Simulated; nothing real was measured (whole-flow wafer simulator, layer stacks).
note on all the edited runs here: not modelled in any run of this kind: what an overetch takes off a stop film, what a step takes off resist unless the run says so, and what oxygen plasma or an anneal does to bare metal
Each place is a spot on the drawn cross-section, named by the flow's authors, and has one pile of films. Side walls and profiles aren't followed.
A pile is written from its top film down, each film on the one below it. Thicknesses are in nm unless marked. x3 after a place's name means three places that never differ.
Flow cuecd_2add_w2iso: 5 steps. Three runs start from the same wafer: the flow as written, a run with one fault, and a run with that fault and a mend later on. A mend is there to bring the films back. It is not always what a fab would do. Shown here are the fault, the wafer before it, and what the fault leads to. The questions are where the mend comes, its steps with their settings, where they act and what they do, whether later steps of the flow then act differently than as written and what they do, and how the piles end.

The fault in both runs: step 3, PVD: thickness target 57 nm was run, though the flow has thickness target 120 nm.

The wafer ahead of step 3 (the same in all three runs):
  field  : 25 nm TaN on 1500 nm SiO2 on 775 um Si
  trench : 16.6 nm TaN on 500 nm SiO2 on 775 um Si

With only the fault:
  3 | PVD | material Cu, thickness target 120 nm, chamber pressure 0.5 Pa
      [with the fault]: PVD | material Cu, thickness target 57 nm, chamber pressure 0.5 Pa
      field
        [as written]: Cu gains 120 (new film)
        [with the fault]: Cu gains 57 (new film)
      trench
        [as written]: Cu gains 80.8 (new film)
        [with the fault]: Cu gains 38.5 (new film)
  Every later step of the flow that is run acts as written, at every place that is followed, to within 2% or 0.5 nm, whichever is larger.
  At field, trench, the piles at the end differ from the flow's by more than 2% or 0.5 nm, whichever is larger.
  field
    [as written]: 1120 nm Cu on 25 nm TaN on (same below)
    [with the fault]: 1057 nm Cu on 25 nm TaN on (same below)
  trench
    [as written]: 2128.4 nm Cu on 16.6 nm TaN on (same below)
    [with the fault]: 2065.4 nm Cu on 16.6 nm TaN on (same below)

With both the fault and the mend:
  The mend follows step 3.
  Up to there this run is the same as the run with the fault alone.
  3a | PVD | material Cu, thickness target 63 nm, chamber pressure 0.5 Pa (a further turn of the flow's step 3, with different settings)
      field
        Cu gains 63
      trench
        Cu gains 41.8
  Every later step of the flow that is run acts as written, at every place that is followed, to within 2% or 0.5 nm, whichever is larger.
  The piles end the same as the flow's at every place that both follow.
